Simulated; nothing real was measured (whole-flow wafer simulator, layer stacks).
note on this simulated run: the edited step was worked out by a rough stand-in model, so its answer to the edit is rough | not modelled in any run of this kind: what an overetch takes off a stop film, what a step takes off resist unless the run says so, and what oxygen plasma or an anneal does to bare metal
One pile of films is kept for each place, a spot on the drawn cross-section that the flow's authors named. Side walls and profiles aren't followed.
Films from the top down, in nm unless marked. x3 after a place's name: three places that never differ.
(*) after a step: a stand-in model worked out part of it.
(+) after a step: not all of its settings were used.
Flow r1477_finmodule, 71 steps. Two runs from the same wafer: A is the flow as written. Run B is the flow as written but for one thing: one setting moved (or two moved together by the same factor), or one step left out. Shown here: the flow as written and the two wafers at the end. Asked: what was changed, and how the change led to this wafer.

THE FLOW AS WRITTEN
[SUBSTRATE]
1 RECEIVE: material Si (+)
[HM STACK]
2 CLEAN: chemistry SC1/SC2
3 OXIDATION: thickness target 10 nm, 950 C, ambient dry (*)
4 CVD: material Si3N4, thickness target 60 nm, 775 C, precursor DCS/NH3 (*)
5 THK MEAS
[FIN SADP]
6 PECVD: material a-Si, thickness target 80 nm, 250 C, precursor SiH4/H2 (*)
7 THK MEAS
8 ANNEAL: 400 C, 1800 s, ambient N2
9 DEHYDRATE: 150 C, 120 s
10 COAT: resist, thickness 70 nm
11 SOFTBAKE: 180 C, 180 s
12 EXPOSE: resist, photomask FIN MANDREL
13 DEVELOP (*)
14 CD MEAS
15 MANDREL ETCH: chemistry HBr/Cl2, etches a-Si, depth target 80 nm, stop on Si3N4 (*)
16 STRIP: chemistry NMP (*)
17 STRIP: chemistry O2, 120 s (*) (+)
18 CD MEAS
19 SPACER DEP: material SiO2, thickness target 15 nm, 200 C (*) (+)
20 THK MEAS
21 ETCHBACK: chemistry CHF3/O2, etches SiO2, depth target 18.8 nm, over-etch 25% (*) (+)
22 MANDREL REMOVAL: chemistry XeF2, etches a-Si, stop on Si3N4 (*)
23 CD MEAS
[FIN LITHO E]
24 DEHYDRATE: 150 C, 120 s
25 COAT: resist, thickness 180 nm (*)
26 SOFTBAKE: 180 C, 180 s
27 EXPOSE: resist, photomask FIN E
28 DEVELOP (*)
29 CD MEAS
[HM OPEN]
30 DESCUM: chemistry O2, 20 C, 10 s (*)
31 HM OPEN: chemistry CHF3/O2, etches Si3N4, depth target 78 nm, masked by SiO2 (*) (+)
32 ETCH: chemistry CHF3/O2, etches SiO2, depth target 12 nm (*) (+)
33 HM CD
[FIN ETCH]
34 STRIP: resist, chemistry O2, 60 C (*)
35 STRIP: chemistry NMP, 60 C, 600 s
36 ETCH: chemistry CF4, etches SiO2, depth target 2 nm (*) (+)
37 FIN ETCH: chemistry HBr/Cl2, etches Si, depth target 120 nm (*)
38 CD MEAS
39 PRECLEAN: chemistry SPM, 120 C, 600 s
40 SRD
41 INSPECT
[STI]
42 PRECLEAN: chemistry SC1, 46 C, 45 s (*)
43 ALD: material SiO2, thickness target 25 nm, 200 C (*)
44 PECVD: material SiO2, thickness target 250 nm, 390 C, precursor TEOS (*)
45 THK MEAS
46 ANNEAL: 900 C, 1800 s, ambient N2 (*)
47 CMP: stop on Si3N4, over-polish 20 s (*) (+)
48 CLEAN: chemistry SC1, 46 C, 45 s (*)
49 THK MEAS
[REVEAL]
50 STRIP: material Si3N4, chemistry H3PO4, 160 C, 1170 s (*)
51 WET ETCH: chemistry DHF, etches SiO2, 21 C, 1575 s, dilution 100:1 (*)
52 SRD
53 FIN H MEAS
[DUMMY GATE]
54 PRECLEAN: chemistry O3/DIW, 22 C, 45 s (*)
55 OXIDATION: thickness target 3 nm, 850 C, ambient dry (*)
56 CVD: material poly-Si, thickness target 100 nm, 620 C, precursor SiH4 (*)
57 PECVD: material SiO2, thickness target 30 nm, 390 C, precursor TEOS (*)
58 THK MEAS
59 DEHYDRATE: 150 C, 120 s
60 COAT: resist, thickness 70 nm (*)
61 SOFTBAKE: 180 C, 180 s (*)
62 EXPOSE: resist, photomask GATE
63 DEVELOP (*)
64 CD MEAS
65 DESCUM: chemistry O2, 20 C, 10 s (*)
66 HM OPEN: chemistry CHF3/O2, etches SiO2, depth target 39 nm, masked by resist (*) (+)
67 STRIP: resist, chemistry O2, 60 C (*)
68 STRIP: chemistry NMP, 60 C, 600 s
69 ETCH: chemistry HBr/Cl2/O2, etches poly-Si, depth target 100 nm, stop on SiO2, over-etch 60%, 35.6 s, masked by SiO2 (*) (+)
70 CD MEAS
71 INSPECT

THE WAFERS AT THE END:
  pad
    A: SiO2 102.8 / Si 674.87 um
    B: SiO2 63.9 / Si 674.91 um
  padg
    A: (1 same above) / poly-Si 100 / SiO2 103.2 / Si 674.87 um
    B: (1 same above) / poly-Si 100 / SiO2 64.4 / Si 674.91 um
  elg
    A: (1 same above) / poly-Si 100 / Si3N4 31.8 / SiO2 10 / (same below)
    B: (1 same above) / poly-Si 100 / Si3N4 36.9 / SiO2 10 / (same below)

The cause: step 37, FIN ETCH: depth target 81 nm was run, where the flow has depth target 120 nm.

How the change led to this, step by step:
  37 FIN ETCH: chemistry HBr/Cl2, etches Si, depth target 120 nm (*)
      pad, padg, esg and 19 more: A Si -120 | B Si -81
      elg, e40lg, e100lg, e200lg, elo, e40lo, e100lo, e200lo: A Si3N4 -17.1 | B Si3N4 -11.6
      (and at 6 more places)
  43 ALD: material SiO2, thickness target 25 nm, 200 C (*)
      s40cg, s45cg, s50cg, s40co, s45co, s50co: A SiO2 +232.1 (new film) | B SiO2 +196.1 (new film)
      esg: A SiO2 +194.3 (new film) | B SiO2 +160.8 (new film)
  47 CMP: stop on Si3N4, over-polish 20 s (*) (+)
      pad, padg, e40sg and 11 more: A SiO2 -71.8 | B SiO2 -110.8
      elg, esg, e40lg and 6 more: A SiO2 -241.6 | B SiO2 -247.2
      (and at 1 more place)
  51 WET ETCH: chemistry DHF, etches SiO2, 21 C, 1575 s, dilution 100:1 (*)
      elg, e40lg, e100lg, e200lg, elo, e40lo, e100lo, e200lo: A SiO2 -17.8 (all of it), Si3N4 -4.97 | B SiO2 -12.3 (all of it), Si3N4 -5.42
  56 CVD: material poly-Si, thickness target 100 nm, 620 C, precursor SiH4 (*)
      esg: A poly-Si +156 (new film) | B poly-Si +161.1 (new film)
  60 COAT: resist, thickness 70 nm (*)
      e40sg, eso, e40so: A resist +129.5 (new film) | B resist +134.3 (new film)
      e100sg, e100so: A resist +129.4 (new film) | B resist +134.2 (new film)
      (and at 2 more places)
  63 DEVELOP (*)
      eso, e40so: A resist -129.5 (all of it) | B resist -134.3 (all of it)
      e100so: A resist -129.4 (all of it) | B resist -134.2 (all of it)
      (and at 1 more place)
  67 STRIP: resist, chemistry O2, 60 C (*)
      e40sg: A resist -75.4 (all of it) | B resist -80.2 (all of it)
      e100sg: A resist -75.3 (all of it) | B resist -80.1 (all of it)
      (and at 1 more place)
